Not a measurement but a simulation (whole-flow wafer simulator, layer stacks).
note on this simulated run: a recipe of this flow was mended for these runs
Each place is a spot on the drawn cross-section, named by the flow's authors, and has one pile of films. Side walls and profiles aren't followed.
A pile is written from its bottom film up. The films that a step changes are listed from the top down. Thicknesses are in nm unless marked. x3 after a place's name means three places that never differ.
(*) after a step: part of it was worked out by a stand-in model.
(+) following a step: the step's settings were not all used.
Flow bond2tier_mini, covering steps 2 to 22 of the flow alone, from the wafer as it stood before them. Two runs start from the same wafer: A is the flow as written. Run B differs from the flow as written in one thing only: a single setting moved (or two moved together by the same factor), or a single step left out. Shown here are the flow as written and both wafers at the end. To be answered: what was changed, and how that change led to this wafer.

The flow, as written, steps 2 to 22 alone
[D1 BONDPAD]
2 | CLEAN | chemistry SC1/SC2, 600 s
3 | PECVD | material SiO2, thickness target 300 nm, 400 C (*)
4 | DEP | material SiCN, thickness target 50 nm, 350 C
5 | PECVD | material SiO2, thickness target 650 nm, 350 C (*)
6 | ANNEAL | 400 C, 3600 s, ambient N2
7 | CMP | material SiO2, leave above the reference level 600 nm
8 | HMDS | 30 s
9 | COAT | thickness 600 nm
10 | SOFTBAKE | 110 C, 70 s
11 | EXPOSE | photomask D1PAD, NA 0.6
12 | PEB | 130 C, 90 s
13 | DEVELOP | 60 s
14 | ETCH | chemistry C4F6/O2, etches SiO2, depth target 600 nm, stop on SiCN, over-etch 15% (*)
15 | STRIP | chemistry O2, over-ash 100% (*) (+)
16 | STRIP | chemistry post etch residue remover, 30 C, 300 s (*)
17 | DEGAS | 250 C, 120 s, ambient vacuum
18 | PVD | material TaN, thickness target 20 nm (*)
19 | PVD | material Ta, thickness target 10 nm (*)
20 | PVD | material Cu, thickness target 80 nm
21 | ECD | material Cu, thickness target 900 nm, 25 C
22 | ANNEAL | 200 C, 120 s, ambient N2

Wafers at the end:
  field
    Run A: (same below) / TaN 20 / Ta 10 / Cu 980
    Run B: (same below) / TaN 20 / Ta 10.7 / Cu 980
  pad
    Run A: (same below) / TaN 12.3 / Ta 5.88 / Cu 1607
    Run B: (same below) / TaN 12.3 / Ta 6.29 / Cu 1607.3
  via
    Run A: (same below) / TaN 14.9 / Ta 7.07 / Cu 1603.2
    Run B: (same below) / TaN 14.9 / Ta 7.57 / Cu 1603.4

What caused this: step 19, PVD: thickness target 10.7 nm was run, though the flow has thickness target 10 nm.
One can read it off the wafer: field has Ta 10.7, and step 19 as written asks for 10 nm.

The path from the change to this, step by step:
  19 | PVD | material Ta, thickness target 10 nm (*)
      field: A +10 Ta (new film) | B +10.7 Ta (new film)
